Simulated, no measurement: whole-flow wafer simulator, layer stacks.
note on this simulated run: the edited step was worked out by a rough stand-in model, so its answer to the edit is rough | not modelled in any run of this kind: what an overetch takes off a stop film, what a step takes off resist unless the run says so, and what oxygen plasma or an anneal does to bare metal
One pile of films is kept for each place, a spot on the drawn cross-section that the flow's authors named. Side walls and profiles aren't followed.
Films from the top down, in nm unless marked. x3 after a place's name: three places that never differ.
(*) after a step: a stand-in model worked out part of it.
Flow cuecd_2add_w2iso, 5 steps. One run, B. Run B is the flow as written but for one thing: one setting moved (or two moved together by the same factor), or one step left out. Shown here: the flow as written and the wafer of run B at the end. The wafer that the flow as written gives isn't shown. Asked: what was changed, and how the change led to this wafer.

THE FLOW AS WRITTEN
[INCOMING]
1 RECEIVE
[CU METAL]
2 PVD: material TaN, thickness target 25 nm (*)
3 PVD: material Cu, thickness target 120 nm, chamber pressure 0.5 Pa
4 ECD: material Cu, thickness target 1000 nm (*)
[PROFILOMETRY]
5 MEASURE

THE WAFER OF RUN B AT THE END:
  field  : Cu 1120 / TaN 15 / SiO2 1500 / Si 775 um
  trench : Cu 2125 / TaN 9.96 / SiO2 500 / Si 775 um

The cause: step 2, PVD: thickness target 15 nm was run, where the flow has thickness target 25 nm.
It can be read off the wafer: field has TaN 15, and step 2 as written asks for 25 nm.

How the change led to this, step by step:
  2 PVD: material TaN, thickness target 25 nm (*)
      field: TaN +15 (new film) (as written it would be: TaN +25 (new film))
      trench: TaN +9.96 (new film) (as written it would be: TaN +16.6 (new film))
